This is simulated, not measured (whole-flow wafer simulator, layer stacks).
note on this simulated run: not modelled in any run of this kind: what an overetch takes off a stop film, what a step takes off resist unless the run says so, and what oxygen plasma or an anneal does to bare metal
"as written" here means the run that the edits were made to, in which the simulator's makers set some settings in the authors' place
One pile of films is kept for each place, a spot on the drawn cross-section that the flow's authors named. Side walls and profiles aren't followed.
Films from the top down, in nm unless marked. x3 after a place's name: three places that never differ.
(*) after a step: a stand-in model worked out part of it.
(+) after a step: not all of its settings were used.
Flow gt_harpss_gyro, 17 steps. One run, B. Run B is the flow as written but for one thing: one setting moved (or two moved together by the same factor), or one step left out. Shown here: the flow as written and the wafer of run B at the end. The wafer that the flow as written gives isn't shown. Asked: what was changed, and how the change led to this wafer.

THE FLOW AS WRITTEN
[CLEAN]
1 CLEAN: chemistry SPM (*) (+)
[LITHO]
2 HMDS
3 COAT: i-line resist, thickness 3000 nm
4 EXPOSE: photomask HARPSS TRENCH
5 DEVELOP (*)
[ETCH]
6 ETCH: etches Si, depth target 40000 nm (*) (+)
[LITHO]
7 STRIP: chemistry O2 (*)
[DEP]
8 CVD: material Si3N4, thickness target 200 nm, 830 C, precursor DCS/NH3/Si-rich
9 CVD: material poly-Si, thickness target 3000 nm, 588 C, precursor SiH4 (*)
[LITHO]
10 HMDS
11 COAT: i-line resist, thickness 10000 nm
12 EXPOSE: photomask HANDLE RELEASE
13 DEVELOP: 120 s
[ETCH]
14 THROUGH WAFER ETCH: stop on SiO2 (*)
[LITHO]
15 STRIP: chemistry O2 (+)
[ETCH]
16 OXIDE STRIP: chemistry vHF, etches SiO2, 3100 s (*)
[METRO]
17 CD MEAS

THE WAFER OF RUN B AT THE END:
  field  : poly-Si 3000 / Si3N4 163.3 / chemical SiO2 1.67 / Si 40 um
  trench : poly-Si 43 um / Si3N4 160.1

The cause: step 8, CVD: thickness target 163.3 nm was run, where the flow has thickness target 200 nm.
It can be read off the wafer: field has Si3N4 163.3, and step 8 as written asks for 200 nm.

How the change led to this, step by step:
  8 CVD: material Si3N4, thickness target 200 nm, 830 C, precursor DCS/NH3/Si-rich
      field: Si3N4 +163.3 (new film) (as written it would be: Si3N4 +200 (new film))
      trench: Si3N4 +160.1 (new film) (as written it would be: Si3N4 +195.9 (new film))
  9 CVD: material poly-Si, thickness target 3000 nm, 588 C, precursor SiH4 (*)
      trench: poly-Si +43 um (new film) (as written it would be: poly-Si +43.01 um (new film))
